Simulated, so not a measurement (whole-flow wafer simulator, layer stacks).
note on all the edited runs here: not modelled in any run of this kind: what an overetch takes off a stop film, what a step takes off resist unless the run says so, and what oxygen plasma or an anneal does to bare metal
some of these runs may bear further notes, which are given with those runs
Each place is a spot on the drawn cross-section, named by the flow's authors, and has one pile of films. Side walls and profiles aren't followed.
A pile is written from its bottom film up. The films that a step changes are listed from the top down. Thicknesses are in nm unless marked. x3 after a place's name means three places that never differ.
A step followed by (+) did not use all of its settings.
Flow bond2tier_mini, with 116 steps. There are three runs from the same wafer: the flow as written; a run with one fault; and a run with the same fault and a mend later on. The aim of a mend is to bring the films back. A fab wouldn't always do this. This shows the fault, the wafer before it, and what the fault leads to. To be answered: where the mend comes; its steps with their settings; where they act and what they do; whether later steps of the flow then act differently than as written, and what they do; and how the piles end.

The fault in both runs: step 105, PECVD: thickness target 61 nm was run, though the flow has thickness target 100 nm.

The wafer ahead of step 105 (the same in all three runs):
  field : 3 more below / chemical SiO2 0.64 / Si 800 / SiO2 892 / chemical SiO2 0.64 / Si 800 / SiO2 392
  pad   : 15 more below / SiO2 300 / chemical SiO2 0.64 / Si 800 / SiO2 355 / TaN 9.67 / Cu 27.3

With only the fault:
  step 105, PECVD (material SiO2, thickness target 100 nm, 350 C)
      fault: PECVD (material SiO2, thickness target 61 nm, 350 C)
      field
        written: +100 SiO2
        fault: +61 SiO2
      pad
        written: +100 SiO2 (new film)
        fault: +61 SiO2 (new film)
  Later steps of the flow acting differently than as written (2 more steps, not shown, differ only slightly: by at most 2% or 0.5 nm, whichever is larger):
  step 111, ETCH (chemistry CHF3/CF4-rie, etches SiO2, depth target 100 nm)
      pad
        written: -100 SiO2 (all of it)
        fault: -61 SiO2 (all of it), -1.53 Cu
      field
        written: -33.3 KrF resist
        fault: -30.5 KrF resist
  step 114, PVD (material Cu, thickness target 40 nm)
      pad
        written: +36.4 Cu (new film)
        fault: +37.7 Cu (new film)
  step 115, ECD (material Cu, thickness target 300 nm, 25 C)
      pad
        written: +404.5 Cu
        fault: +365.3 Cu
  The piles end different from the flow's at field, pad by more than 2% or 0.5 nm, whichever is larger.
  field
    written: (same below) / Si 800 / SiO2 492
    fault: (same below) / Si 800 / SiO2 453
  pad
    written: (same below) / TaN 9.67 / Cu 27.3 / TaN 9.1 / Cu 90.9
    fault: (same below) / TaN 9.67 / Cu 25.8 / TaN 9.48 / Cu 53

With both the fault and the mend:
  The mend stands after step 110.
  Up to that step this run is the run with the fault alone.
  step 110a, STRIP (chemistry O2, over-ash 100%) (+)
      field
        -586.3 KrF resist (all of it)
  step 110b, PECVD (material SiO2, thickness target 39 nm, 350 C) (the flow's step 105, run once more with other settings)
      field, pad
        +39 SiO2
  step 110c, COAT (KrF resist, thickness 600 nm) (the flow's step 106, run once more)
      field, pad
        +600 KrF resist (new film)
  step 110d, SOFTBAKE (KrF resist) (the flow's step 107, run once more)
      leaves every film unchanged at each place that is followed
  step 110e, EXPOSE (photomask T3PAD, NA 0.6) (the flow's step 108, run once more)
      leaves every film unchanged at each place that is followed
  step 110f, PEB (KrF resist) (the flow's step 109, run once more)
      leaves every film unchanged at each place that is followed
  step 110g, DEVELOP (developer TMAH-0.26N, 60 s) (the flow's step 110, run once more)
      field
        -13.7 KrF resist
      pad
        -600 KrF resist (all of it)
  Every later step of the flow that is run acts as written at every place that is followed.
  By the end, the piles equal the flow's at every place that both follow.
